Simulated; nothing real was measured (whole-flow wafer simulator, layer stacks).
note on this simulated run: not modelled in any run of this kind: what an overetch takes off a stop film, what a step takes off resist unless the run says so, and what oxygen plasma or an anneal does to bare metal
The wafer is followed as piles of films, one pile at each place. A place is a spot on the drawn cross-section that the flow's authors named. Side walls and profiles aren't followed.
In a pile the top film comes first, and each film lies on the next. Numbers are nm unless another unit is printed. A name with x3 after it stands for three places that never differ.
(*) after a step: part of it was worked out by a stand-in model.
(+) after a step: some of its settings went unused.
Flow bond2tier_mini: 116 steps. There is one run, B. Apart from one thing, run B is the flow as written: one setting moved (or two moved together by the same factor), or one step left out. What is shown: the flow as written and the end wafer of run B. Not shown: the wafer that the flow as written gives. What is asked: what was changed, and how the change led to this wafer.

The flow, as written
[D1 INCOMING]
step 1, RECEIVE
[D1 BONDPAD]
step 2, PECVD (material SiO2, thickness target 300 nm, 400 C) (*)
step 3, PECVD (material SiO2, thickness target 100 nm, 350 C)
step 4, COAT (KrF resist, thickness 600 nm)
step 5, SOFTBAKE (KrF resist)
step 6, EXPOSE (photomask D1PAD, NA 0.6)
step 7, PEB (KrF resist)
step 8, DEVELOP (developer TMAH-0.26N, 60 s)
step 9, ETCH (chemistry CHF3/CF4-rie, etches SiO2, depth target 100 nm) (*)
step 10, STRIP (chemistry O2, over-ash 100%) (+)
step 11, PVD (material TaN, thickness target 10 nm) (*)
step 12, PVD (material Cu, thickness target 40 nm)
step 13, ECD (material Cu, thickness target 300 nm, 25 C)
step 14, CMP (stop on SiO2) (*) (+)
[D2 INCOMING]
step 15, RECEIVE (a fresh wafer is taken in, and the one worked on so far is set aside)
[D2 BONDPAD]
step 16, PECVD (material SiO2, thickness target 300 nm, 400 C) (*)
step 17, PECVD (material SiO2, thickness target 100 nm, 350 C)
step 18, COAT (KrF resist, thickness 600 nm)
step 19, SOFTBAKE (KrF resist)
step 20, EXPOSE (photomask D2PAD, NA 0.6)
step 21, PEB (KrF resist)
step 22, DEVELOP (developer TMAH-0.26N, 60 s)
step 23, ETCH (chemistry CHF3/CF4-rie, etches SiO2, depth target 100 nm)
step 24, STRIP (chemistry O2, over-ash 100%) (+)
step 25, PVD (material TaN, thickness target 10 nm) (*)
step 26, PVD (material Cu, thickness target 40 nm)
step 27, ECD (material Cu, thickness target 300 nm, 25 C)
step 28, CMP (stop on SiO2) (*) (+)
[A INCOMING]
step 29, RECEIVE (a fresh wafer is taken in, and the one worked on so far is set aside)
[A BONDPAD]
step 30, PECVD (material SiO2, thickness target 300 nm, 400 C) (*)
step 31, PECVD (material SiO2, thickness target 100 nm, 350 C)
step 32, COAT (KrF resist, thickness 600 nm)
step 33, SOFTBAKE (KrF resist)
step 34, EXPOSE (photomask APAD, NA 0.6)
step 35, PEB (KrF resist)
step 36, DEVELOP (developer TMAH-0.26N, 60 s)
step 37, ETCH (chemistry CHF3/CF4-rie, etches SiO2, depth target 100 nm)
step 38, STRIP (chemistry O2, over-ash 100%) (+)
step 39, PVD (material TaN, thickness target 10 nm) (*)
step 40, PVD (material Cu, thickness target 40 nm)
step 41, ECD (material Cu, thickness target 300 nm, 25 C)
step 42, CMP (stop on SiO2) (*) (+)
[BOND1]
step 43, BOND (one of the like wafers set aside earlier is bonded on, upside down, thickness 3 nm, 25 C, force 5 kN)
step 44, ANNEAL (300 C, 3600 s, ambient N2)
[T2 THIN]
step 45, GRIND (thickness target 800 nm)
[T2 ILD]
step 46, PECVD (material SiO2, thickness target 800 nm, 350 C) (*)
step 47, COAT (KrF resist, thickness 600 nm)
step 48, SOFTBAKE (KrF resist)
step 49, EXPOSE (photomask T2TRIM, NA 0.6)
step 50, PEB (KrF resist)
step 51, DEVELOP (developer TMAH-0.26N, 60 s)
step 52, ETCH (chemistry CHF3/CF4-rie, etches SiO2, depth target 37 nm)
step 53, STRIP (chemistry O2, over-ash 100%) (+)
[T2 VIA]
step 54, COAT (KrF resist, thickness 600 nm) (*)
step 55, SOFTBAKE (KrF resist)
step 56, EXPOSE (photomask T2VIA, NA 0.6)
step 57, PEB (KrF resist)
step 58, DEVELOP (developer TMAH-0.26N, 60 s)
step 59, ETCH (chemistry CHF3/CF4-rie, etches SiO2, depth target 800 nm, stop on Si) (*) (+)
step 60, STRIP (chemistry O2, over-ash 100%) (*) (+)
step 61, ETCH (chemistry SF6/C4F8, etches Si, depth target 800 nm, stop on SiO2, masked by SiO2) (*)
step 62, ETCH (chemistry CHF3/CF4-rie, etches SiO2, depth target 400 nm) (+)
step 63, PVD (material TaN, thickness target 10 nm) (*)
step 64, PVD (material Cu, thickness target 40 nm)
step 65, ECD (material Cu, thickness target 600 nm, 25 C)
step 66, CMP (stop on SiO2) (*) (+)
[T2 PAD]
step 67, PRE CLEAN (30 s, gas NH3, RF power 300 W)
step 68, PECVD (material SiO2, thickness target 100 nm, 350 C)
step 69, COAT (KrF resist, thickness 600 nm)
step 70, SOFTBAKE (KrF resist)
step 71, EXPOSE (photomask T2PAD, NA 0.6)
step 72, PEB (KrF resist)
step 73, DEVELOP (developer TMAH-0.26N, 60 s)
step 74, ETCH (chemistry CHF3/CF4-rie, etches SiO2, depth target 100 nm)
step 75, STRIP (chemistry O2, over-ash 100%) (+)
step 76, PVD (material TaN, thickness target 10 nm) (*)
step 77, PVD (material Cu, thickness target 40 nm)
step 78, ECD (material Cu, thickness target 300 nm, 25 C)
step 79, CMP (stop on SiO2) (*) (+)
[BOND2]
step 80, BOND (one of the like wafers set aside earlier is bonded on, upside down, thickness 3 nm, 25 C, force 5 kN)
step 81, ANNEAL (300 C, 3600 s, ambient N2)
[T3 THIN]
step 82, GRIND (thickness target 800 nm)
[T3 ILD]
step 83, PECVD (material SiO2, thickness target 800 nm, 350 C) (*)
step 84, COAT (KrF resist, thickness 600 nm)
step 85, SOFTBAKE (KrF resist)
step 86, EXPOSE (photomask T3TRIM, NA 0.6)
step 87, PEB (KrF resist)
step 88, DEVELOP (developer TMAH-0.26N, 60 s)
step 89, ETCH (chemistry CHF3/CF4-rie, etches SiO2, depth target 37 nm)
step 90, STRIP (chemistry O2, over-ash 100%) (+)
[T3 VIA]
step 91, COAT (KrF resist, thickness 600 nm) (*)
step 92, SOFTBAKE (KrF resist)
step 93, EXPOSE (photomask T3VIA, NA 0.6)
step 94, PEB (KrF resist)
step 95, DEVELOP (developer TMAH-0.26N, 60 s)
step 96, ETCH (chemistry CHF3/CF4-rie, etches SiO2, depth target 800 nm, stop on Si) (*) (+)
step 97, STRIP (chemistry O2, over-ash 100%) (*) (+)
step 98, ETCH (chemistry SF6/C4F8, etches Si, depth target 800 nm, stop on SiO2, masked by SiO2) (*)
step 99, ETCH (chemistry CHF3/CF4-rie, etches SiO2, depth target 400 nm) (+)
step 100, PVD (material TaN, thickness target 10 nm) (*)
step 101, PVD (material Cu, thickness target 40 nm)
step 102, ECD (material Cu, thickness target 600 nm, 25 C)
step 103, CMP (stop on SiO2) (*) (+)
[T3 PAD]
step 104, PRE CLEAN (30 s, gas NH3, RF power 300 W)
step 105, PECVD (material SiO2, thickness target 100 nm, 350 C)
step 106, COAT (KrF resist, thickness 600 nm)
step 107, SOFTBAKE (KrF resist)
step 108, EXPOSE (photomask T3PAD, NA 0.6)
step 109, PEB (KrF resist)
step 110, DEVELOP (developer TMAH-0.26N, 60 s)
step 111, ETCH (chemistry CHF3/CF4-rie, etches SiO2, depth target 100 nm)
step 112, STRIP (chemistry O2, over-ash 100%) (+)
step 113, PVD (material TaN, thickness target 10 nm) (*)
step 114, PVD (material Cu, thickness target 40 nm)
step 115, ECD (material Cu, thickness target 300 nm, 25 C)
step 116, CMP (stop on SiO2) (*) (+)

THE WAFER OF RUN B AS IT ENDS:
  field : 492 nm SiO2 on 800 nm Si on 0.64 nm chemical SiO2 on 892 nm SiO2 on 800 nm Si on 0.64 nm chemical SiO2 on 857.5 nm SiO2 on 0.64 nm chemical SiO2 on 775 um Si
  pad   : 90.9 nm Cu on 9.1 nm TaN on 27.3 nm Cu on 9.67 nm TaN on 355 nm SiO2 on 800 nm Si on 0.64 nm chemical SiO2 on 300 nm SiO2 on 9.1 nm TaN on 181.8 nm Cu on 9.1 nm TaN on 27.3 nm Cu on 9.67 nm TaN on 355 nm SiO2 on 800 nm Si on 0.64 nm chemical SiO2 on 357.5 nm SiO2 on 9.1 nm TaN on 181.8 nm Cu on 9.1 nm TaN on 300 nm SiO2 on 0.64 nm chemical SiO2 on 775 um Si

What caused this: step 3, PECVD: thickness target 157.5 nm was run, though the flow has thickness target 100 nm.

How this came from the change, step by step:
  step 3, PECVD (material SiO2, thickness target 100 nm, 350 C)
      field, pad, via: SiO2 gains 157.5 (it would be, as written: SiO2 gains 100)
  step 43, BOND (one of the like wafers set aside earlier is bonded on, upside down, thickness 3 nm, 25 C, force 5 kN)
      field: Si gains 775 um (new film), chemical SiO2 gains 0.64 (new film), SiO2 gains 457.5 (it would be, as written: Si gains 775 um (new film), chemical SiO2 gains 0.64 (new film), SiO2 gains 400)
      pad: Si gains 775 um (new film), chemical SiO2 gains 0.64 (new film), SiO2 gains 357.5 (new film), TaN gains 9.1 (new film), Cu gains 90.9 (it would be, as written: Si gains 775 um (new film), chemical SiO2 gains 0.64 (new film), SiO2 gains 300 (new film), TaN gains 9.1 (new film), Cu gains 90.9)
      (also at 1 further place)
